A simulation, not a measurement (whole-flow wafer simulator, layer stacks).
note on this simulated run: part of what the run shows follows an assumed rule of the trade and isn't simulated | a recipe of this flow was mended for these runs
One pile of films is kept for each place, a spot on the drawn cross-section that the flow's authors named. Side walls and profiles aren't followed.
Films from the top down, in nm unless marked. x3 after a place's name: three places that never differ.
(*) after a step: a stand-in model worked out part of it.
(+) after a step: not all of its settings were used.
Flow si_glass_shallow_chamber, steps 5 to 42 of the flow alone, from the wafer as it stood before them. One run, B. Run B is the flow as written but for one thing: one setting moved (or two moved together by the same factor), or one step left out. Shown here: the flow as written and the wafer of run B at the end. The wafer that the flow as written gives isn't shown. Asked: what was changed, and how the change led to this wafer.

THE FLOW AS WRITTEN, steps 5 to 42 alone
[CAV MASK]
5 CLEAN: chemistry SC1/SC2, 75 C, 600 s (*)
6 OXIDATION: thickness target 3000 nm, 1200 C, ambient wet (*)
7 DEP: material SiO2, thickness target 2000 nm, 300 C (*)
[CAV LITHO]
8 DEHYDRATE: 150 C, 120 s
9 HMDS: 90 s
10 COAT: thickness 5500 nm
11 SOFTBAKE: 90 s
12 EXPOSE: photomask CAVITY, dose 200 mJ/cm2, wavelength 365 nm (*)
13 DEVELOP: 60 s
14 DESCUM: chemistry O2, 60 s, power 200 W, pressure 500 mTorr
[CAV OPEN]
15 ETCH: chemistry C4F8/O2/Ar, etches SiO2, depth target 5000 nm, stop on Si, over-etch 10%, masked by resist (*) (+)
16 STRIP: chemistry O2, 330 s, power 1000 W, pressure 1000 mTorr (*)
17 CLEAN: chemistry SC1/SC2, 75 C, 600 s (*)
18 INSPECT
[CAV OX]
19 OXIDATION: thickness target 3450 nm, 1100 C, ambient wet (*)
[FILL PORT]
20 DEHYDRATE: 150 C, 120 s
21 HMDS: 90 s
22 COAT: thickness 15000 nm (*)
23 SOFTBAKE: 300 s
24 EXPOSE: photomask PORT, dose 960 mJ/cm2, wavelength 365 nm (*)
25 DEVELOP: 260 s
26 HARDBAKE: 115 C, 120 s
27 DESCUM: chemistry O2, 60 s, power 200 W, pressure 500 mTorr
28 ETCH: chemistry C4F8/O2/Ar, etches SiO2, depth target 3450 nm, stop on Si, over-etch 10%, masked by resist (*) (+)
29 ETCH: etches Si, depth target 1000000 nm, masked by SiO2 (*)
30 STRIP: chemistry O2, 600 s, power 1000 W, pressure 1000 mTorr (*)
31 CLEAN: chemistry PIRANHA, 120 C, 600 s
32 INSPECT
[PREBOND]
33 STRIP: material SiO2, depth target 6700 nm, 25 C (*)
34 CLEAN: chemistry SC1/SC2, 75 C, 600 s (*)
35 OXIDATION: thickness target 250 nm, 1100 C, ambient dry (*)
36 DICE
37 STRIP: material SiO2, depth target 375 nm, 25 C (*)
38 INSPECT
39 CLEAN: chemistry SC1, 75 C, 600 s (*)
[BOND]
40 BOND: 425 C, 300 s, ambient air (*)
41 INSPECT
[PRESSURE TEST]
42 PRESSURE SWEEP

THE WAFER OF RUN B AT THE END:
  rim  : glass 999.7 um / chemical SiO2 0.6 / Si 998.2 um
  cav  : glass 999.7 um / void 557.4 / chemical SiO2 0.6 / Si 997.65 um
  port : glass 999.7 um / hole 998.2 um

The cause: step 7, DEP: thickness target 4425 nm was run, where the flow has thickness target 2000 nm.

How the change led to this, step by step:
  7 DEP: material SiO2, thickness target 2000 nm, 300 C (*)
      rim, ramp, cav, port, septum, ring: SiO2 +4425 (as written it would be: SiO2 +2000)
  15 ETCH: chemistry C4F8/O2/Ar, etches SiO2, depth target 5000 nm, stop on Si, over-etch 10%, masked by resist (*) (+)
      cav, port: SiO2 -5500 (as written it would be: SiO2 -5000 (all of it), Si -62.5)
  16 STRIP: chemistry O2, 330 s, power 1000 W, pressure 1000 mTorr (*)
      cav, port: nothing (as written it would be: chemical SiO2 +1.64 (new film), Si -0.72)
  17 CLEAN: chemistry SC1/SC2, 75 C, 600 s (*)
      cav, port: SiO2 -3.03 (as written it would be: chemical SiO2 -1.04, Si -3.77)
  19 OXIDATION: thickness target 3450 nm, 1100 C, ambient wet (*)
      cav, port: SiO2 +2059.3, Si -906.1 (as written it would be: SiO2 +3450 (new film), chemical SiO2 -0.6 (all of it), Si -1517.7)
      rim, ramp, septum, ring: SiO2 +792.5, Si -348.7 (as written it would be: SiO2 +1110.9, Si -488.8)
  22 COAT: thickness 15000 nm (*)
      rim: thick-i-line-resist +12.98 um (new film) (as written it would be: thick-i-line-resist +13.4 um (new film))
      ramp: thick-i-line-resist +12.33 um (new film) (as written it would be: thick-i-line-resist +12.89 um (new film))
      (and at 4 more places)
  23 SOFTBAKE: 300 s
      rim: thick-i-line-resist -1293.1 (as written it would be: thick-i-line-resist -997)
      ramp: thick-i-line-resist -647.1 (as written it would be: thick-i-line-resist -487.1)
      (and at 4 more places)
  25 DEVELOP: 260 s
      port: thick-i-line-resist -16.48 um (all of it) (as written it would be: thick-i-line-resist -16.16 um (all of it))
  26 HARDBAKE: 115 C, 120 s
      rim, ramp: thick-i-line-resist -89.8 (as written it would be: thick-i-line-resist -98.2)
      cav: thick-i-line-resist -151.6 (as written it would be: thick-i-line-resist -147.1)
  28 ETCH: chemistry C4F8/O2/Ar, etches SiO2, depth target 3450 nm, stop on Si, over-etch 10%, masked by resist (*) (+)
      port: SiO2 -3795 (as written it would be: SiO2 -3450 (all of it), Si -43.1)
  29 ETCH: etches Si, depth target 1000000 nm, masked by SiO2 (*)
      port: hole +997.96 um (new film), SiO2 -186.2 (all of it), Si -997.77 um (all of it) (as written it would be: hole +997.05 um (new film), Si -997.05 um (all of it))
      rim, ramp: thick-i-line-resist -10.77 um (all of it), SiO2 -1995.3 (as written it would be: thick-i-line-resist -11.47 um (all of it), SiO2 -1617.3)
      (and at 2 more places)
  30 STRIP: chemistry O2, 600 s, power 1000 W, pressure 1000 mTorr (*)
      cav: thick-i-line-resist -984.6 (all of it) (as written it would be: thick-i-line-resist -669.6 (all of it))
  33 STRIP: material SiO2, depth target 6700 nm, 25 C (*)
      rim, ramp: SiO2 -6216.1 (all of it) (as written it would be: SiO2 -4487.5 (all of it))
      cav: SiO2 -3981.2 (all of it) (as written it would be: SiO2 -3450 (all of it))
      (and at 2 more places)
  40 BOND: 425 C, 300 s, ambient air (*)
      cav: glass +999.7 um (new film), void +557.4 (new film) (as written it would be: glass +999.7 um (new film), void +1095.9 (new film))
      port: glass +999.7 um (new film), hole +249.3 (as written it would be: glass +999.7 um (new film), hole +1017.3)
